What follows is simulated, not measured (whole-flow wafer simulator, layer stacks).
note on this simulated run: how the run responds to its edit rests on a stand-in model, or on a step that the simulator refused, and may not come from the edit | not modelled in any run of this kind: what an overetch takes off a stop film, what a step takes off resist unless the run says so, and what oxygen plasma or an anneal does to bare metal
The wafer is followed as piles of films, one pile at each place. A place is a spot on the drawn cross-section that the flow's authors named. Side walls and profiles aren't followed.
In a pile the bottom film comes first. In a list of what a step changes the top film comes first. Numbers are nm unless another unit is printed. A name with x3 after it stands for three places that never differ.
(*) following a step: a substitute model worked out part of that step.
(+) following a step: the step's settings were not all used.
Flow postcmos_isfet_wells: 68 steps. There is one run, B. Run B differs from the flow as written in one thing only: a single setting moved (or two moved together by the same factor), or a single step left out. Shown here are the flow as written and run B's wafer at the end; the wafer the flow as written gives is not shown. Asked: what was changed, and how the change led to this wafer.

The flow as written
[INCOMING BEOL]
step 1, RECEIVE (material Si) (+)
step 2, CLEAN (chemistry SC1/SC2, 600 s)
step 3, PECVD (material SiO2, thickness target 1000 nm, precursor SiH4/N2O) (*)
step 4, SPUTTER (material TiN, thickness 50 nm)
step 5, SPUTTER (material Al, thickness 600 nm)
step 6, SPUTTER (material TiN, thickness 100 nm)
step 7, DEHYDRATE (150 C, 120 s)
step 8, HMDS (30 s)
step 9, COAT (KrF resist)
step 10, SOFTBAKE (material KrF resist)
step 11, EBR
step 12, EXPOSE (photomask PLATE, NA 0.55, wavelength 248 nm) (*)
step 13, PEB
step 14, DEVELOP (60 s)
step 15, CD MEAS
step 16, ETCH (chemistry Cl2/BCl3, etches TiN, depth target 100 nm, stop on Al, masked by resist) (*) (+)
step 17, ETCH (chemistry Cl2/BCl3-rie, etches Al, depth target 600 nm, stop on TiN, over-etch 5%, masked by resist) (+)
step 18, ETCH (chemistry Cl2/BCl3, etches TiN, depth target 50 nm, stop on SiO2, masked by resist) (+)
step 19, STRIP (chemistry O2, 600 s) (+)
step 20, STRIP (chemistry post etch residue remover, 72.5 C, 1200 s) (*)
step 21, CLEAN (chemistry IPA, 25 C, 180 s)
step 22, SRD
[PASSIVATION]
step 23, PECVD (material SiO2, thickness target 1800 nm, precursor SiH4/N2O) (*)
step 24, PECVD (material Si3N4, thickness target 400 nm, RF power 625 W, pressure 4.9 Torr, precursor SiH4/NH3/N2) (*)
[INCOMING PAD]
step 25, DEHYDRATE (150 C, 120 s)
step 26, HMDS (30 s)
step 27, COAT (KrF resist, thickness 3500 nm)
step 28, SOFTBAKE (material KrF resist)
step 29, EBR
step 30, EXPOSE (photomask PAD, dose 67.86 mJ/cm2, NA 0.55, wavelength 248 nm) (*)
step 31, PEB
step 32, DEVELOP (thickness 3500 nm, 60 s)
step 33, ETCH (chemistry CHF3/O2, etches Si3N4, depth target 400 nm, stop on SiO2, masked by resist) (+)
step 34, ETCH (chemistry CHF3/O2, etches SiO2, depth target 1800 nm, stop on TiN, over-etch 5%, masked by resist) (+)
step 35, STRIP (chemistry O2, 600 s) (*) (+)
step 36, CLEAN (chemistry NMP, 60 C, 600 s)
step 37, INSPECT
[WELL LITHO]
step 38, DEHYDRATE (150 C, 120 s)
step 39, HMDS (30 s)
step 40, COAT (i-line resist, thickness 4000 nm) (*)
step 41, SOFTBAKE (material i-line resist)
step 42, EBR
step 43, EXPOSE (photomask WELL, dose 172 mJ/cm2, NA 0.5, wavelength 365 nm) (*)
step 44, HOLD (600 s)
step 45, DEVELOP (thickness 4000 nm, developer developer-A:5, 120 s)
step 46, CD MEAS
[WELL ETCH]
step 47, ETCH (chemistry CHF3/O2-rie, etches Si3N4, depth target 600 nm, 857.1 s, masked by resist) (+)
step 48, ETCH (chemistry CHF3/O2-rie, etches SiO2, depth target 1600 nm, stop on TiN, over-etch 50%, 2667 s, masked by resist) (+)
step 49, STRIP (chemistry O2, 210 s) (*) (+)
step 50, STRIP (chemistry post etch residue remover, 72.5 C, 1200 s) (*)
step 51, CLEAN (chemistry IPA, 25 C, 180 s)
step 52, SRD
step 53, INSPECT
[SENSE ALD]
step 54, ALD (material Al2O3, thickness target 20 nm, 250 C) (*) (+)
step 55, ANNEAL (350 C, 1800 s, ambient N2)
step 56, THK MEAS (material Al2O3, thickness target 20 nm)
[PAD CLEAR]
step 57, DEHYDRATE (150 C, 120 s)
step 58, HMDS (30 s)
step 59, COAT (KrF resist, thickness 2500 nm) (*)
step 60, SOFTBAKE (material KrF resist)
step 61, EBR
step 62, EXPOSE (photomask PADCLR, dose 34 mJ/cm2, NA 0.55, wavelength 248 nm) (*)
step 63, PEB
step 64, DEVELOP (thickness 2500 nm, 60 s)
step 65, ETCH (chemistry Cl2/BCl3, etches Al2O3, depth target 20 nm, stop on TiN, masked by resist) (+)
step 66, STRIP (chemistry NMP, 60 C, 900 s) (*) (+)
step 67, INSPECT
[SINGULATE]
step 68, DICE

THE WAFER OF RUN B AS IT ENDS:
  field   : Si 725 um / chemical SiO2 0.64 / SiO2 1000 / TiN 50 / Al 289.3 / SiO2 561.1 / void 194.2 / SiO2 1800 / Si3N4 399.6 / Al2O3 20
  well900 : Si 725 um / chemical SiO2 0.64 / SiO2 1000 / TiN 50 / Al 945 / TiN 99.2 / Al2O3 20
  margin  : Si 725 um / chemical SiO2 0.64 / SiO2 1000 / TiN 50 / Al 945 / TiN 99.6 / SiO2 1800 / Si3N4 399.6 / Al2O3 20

Cause: step 5, SPUTTER: thickness 945 nm was run, whereas the flow has thickness 600 nm.
The wafer itself shows it: well900 has Al 945, and step 5 as written asks for 600 nm.

Step by step, how the change led to this:
  step 5, SPUTTER (material Al, thickness 600 nm)
      field, margin, well900, well1300 x3, pad_rim, pad_clr, pad_open: Al gains 945 (new film) (it would be, as written: Al gains 600 (new film))
  step 17, ETCH (chemistry Cl2/BCl3-rie, etches Al, depth target 600 nm, stop on TiN, over-etch 5%, masked by resist) (+)
      field: Al loses 600 (it would be, as written: Al loses 600 (all of it))
  step 18, ETCH (chemistry Cl2/BCl3, etches TiN, depth target 50 nm, stop on SiO2, masked by resist) (+)
      field: Al loses 50 (it would be, as written: TiN loses 50 (all of it))
  step 20, STRIP (chemistry post etch residue remover, 72.5 C, 1200 s) (*)
      field: Al loses 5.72 (it would be, as written: nothing)
  step 23, PECVD (material SiO2, thickness target 1800 nm, precursor SiH4/N2O) (*)
      field: SiO2 gains 1800 (new film), void gains 194.2 (new film), SiO2 gains 561.1 (new film) (it would be, as written: SiO2 gains 1800 (new film), void gains 189.9 (new film), SiO2 gains 559.7)
If metal films that touch count as one body, field has 1 body; the flow as written gives 0 bodies.
